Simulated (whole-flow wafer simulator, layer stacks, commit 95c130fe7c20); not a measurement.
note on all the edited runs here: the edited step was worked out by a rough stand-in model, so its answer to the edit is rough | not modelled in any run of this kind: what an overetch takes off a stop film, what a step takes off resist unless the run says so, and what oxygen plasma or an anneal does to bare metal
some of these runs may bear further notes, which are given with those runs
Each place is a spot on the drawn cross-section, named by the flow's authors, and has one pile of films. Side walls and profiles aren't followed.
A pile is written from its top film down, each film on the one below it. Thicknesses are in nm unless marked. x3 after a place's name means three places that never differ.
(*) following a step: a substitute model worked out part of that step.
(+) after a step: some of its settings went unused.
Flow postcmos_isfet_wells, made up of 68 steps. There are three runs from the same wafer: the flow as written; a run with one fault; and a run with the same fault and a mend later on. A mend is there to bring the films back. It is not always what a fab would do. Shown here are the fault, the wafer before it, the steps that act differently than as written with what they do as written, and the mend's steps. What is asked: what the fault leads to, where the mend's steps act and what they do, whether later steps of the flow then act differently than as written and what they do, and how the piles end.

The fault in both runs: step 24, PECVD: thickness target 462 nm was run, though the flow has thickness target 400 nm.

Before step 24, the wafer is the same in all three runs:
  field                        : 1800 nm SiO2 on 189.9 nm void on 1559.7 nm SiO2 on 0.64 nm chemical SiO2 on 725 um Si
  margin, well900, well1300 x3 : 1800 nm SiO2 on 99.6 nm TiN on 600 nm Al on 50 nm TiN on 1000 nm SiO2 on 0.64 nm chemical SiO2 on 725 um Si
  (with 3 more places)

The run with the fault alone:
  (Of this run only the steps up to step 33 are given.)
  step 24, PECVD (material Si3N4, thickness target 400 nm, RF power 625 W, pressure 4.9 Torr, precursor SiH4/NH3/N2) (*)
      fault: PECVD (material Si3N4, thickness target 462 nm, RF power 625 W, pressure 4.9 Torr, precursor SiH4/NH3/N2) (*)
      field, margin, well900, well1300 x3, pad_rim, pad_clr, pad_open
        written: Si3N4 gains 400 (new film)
        fault: Si3N4 gains 462 (new film)
  Steps further on in the flow that do not act as written:
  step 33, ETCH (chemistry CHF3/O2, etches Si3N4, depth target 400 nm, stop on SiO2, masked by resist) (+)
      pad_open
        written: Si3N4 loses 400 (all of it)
        fault: Si3N4 loses 400
  Once step 33 is done, the piles at field, margin, well900, well1300 x3, pad_rim, pad_clr, pad_open depart from the flow's by more than 2% or 0.5 nm, whichever is larger.
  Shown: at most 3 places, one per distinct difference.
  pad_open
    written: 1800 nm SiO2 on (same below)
    fault: 62 nm Si3N4 on 1800 nm SiO2 on (same below)
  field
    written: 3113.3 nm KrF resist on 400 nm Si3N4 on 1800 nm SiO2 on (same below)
    fault: 3113.3 nm KrF resist on 462 nm Si3N4 on 1800 nm SiO2 on (same below)

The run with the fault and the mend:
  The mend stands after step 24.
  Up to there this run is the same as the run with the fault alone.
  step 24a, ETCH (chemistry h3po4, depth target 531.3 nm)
      field, margin, well900, well1300 x3, pad_rim, pad_clr, pad_open
        Si3N4 loses 462 (all of it)
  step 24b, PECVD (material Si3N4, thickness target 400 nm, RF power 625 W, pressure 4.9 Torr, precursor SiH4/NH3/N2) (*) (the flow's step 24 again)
      field, margin, well900, well1300 x3, pad_rim, pad_clr, pad_open
        Si3N4 gains 400 (new film)
  Later steps of the flow that are run all act as written at every place that is followed.
  The piles end the same as the flow's at every place that both follow.
